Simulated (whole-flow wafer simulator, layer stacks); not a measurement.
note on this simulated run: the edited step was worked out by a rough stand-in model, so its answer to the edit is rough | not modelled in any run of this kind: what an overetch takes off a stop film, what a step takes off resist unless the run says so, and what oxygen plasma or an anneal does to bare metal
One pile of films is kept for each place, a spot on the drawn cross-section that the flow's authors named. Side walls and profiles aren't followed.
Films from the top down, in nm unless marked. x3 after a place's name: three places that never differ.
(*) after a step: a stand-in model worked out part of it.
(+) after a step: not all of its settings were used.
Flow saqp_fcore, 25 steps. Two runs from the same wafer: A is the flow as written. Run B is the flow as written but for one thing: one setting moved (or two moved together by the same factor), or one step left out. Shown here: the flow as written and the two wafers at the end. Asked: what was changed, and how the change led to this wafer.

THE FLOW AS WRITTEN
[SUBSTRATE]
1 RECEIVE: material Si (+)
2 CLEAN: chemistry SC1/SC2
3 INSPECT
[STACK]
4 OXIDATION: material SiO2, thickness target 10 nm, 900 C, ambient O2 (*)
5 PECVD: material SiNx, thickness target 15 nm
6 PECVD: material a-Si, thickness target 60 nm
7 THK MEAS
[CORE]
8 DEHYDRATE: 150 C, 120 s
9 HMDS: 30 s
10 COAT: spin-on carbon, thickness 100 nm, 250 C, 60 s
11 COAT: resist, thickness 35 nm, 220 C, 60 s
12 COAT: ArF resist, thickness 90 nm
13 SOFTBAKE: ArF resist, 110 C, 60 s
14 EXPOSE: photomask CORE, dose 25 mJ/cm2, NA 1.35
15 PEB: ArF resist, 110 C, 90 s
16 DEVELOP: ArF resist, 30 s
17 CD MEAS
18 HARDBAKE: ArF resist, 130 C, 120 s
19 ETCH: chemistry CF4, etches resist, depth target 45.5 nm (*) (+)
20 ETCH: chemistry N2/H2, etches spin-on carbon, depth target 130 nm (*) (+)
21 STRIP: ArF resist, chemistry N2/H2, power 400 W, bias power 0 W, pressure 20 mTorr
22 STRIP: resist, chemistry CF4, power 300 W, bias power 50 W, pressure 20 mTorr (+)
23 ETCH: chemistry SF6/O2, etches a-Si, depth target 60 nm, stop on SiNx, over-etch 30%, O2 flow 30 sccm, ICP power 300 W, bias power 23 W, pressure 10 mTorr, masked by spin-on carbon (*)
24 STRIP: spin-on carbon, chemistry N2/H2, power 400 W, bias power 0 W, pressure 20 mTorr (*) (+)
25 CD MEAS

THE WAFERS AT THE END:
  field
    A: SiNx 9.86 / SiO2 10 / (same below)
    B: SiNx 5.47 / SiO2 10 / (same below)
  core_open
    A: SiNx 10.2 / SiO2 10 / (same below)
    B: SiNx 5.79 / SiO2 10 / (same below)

The cause: step 23, ETCH: depth target 87 nm was run, where the flow has depth target 60 nm.

How the change led to this, step by step:
  23 ETCH: chemistry SF6/O2, etches a-Si, depth target 60 nm, stop on SiNx, over-etch 30%, O2 flow 30 sccm, ICP power 300 W, bias power 23 W, pressure 10 mTorr, masked by spin-on carbon (*)
      field: A a-Si -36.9 (all of it), SiNx -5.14 | B a-Si -36.9 (all of it), SiNx -9.53
      core_open: A a-Si -39.4 (all of it), SiNx -4.82 | B a-Si -39.4 (all of it), SiNx -9.21
